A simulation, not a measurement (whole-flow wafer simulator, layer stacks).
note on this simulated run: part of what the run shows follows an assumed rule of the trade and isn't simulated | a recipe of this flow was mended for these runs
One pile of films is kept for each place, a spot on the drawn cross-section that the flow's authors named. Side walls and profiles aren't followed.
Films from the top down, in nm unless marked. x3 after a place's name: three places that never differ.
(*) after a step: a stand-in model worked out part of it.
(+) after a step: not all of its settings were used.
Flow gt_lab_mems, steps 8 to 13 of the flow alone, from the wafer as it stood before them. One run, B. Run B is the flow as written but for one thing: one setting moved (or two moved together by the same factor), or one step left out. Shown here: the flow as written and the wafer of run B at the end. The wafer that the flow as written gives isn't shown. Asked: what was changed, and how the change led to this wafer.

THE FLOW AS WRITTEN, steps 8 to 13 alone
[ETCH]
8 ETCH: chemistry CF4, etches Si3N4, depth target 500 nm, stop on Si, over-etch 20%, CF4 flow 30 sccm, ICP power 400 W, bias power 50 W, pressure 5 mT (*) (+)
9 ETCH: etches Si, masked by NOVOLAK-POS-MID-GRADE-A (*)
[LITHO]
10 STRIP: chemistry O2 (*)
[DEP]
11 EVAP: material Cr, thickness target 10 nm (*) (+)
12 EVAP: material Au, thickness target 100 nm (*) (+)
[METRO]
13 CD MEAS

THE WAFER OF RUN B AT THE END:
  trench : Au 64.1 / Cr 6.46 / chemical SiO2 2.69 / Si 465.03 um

The cause: step 8, ETCH: depth target 428 nm was run, where the flow has depth target 500 nm.

How the change led to this, step by step:
  8 ETCH: chemistry CF4, etches Si3N4, depth target 500 nm, stop on Si, over-etch 20%, CF4 flow 30 sccm, ICP power 400 W, bias power 50 W, pressure 5 mT (*) (+)
      field: g/i-line-resist -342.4 (as written it would be: g/i-line-resist -400)
      trench: Si3N4 -500 (all of it), chemical SiO2 -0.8 (all of it), Si -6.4 (as written it would be: Si3N4 -500 (all of it), chemical SiO2 -0.8 (all of it), Si -49.6)
  10 STRIP: chemistry O2 (*)
      field: g/i-line-resist -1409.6 (all of it) (as written it would be: g/i-line-resist -1352 (all of it))
